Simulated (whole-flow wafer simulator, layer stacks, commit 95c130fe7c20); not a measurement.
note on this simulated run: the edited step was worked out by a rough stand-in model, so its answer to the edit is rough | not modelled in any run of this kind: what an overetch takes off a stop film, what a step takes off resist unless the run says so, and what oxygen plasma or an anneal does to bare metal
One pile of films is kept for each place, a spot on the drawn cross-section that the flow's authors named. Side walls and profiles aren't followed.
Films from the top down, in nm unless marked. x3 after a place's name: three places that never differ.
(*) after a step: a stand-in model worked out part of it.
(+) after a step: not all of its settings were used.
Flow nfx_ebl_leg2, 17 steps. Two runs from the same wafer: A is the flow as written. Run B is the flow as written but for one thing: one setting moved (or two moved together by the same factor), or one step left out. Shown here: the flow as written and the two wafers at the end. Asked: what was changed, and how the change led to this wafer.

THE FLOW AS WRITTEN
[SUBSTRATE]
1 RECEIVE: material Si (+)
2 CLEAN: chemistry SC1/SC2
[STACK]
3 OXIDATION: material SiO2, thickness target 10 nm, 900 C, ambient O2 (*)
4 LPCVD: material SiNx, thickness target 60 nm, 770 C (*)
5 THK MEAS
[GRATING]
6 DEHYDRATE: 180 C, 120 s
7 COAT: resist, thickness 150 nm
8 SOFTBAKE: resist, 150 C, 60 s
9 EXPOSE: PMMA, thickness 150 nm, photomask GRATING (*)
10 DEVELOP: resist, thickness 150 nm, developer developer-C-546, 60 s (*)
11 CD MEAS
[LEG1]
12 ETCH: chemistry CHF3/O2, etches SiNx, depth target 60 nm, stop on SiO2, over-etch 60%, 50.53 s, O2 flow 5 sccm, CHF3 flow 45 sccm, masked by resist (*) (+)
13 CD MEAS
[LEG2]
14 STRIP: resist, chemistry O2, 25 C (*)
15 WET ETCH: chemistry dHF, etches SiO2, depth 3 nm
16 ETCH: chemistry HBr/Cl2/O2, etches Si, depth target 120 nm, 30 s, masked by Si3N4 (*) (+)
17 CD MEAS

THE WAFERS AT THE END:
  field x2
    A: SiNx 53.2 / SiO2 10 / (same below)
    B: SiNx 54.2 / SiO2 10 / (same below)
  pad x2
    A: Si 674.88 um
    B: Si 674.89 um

The cause: step 16, ETCH: depth target 102 nm was run, where the flow has depth target 120 nm; step 16, ETCH: 25.5 s was run, where the flow has 30 s.

How the change led to this, step by step:
  16 ETCH: chemistry HBr/Cl2/O2, etches Si, depth target 120 nm, 30 s, masked by Si3N4 (*) (+)
      field x2: A SiNx -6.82 | B SiNx -5.8
      pad x2: A Si -120 | B Si -102
